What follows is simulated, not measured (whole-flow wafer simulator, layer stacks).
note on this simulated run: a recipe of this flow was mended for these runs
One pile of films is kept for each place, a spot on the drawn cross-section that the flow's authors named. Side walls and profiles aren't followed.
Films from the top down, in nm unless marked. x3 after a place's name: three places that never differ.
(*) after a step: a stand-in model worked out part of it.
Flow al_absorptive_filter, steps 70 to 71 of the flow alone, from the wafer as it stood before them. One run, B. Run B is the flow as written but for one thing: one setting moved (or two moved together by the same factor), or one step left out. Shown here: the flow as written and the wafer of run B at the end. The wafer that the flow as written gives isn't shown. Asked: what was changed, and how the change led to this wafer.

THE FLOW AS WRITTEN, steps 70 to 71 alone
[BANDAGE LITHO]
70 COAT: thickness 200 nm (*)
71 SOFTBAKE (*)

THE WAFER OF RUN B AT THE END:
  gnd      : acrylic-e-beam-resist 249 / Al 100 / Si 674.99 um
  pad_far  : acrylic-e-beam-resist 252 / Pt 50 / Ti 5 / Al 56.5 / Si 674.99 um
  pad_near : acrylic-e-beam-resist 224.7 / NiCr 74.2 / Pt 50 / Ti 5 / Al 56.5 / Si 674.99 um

The cause: step 70, COAT: thickness 248 nm was run, where the flow has thickness 200 nm.

How the change led to this, step by step:
  70 COAT: thickness 200 nm (*)
      xa_field, xl_land, idc_field: acrylic-e-beam-resist +248 (new film) (as written it would be: acrylic-e-beam-resist +200 (new film))
      gnd: acrylic-e-beam-resist +249 (new film) (as written it would be: acrylic-e-beam-resist +200.9 (new film))
      (and at 10 more places)
